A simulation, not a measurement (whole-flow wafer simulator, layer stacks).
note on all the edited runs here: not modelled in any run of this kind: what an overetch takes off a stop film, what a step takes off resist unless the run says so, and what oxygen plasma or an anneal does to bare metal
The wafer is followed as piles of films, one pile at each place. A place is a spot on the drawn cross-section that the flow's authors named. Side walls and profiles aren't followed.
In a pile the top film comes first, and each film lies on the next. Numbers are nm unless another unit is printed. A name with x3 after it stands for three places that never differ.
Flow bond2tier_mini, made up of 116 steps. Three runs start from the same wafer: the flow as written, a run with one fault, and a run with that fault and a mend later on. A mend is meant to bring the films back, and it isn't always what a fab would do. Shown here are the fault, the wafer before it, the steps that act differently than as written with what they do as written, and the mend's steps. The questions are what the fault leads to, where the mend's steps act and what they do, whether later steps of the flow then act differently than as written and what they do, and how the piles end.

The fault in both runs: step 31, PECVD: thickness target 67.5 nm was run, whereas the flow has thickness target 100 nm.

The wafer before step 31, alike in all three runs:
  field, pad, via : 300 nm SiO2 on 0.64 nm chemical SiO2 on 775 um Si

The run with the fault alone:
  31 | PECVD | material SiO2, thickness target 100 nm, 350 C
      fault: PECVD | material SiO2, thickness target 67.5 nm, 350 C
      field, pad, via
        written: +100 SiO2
        fault: +67.5 SiO2
  Every later step of the flow that is run acts as written at every place that is followed.
  At field, pad, the piles at the end differ from the flow's by more than 2% or 0.5 nm, whichever is larger.
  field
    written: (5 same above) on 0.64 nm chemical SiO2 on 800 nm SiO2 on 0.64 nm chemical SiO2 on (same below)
    fault: (5 same above) on 0.64 nm chemical SiO2 on 767.5 nm SiO2 on 0.64 nm chemical SiO2 on (same below)
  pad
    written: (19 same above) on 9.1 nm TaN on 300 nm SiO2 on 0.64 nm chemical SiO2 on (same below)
    fault: (19 same above) on 9.1 nm TaN on 267.5 nm SiO2 on 0.64 nm chemical SiO2 on (same below)

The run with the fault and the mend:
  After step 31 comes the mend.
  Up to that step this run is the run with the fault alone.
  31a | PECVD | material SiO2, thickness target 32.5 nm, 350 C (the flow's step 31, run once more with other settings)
      field, pad, via
        +32.5 SiO2
  Every later step of the flow that is run acts as written at every place that is followed.
  At every place that both follow, the piles at the end match the flow's.
